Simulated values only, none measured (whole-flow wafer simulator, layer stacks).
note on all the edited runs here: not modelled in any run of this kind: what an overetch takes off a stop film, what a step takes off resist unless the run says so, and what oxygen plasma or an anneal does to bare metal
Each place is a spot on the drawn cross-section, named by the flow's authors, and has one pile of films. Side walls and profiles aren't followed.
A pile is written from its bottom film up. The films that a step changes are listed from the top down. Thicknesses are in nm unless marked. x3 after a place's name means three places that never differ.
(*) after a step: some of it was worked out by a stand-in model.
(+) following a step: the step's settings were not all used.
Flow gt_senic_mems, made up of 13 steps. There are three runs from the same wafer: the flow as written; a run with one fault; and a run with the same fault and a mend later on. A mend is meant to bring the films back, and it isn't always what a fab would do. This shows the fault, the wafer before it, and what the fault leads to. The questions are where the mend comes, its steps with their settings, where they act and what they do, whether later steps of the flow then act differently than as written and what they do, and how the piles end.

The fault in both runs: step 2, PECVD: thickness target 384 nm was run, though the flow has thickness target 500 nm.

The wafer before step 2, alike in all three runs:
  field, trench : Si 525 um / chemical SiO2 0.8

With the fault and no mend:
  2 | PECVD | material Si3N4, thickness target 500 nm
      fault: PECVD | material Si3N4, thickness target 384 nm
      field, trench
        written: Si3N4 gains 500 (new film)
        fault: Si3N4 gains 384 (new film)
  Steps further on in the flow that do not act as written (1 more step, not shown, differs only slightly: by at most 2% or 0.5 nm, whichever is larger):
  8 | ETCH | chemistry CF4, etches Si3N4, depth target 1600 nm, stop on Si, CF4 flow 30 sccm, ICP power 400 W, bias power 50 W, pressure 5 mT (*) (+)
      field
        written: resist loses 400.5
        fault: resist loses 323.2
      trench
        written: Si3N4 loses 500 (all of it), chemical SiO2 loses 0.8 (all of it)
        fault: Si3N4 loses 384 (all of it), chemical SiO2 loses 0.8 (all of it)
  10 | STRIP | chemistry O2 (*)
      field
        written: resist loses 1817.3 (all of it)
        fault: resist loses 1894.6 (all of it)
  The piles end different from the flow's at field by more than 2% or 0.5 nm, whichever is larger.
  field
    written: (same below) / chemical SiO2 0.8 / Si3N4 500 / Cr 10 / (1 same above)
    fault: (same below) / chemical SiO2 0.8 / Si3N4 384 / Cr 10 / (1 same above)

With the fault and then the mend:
  The mend stands after step 7.
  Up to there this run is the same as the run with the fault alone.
  7a | STRIP | chemistry O2 (*)
      field
        resist loses 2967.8 (all of it)
  7b | PECVD | material Si3N4, thickness target 116 nm (the flow's step 2, run once more with other settings)
      field, trench
        Si3N4 gains 116
  7c | HMDS (the flow's step 3, run once more)
      leaves every film unchanged at each place that is followed
  7d | COAT | resist, thickness 3000 nm (the flow's step 4, run once more)
      field, trench
        resist gains 3000 (new film)
  7e | SOFTBAKE | resist (the flow's step 5, run once more)
      leaves every film unchanged at each place that is followed
  7f | EXPOSE | photomask DEVICE, dose 108.9 mJ/cm2, wavelength 405 nm (*) (the flow's step 6, run once more)
      leaves every film unchanged at each place that is followed
  7g | DEVELOP | resist, thickness 3000 nm, developer developer-E, 60 s (the flow's step 7, run once more)
      field
        resist loses 32.2
      trench
        resist loses 3000 (all of it)
  Later steps of the flow that are run all act as written at every place that is followed.
  At every place that both follow, the piles at the end match the flow's.
